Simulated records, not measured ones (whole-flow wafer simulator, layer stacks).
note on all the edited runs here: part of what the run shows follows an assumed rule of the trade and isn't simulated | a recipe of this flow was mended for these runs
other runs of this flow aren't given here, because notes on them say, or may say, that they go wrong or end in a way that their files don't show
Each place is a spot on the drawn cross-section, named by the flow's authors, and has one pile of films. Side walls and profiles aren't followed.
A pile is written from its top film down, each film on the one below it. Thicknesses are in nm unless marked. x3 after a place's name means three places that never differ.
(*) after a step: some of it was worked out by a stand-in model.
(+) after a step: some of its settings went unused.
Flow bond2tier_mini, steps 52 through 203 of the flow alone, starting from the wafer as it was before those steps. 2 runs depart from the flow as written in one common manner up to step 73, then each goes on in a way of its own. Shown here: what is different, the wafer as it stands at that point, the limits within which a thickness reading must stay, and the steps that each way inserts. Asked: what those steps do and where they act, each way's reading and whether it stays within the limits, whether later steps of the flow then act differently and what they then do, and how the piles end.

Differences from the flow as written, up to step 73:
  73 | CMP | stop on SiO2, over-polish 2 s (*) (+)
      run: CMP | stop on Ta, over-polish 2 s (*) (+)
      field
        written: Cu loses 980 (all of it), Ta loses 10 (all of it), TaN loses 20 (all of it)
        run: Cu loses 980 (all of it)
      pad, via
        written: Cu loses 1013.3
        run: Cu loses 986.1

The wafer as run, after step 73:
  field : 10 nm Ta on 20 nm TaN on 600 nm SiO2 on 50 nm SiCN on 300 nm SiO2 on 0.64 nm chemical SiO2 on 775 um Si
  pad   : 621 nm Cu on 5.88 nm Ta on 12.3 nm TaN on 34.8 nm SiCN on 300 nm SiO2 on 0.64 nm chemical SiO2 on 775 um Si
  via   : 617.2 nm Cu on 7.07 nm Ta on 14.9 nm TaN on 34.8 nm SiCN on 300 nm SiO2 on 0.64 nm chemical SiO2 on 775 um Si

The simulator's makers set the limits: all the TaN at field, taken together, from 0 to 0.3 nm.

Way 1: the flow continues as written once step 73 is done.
  The reading taken after step 73 is 20 nm, which is outside the limits.
  Steps later in the flow that act otherwise than as written (6 other steps are not shown; they differ only slightly, by no more than 2% or 0.5 nm, whichever is larger):
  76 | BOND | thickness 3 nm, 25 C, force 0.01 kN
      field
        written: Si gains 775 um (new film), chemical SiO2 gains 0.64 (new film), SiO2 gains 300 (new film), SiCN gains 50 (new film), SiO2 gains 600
        way: Si gains 775 um (new film), chemical SiO2 gains 0.64 (new film), SiO2 gains 300 (new film), SiCN gains 50 (new film), SiO2 gains 600 (new film)
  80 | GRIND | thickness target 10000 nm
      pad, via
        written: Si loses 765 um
        way: Si loses 764.99 um
  By the end, the piles at field depart from the flow's by more than 2% or 0.5 nm, whichever is larger.
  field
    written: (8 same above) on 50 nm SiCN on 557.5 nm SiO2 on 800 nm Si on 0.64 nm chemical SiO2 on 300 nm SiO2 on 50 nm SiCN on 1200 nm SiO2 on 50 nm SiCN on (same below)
    way: (8 same above) on 50 nm SiCN on 557.4 nm SiO2 on 800 nm Si on 0.64 nm chemical SiO2 on 300 nm SiO2 on 50 nm SiCN on 600 nm SiO2 on 10 nm Ta on 20 nm TaN on 600 nm SiO2 on 50 nm SiCN on (same below)

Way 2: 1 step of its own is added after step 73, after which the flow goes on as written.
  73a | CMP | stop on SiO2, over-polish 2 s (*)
      pad, via
        Cu loses 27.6
      field
        Ta loses 10 (all of it), TaN loses 20 (all of it)
  The reading taken after step 73a is 0 nm, which is within the limits.
  Every later step of the flow that is run acts as written, at every place that is followed, to within 2% or 0.5 nm, whichever is larger.
  By the end, the piles equal the flow's at every place that both follow.

Inside the limits: way 2. Outside the limits: way 1.
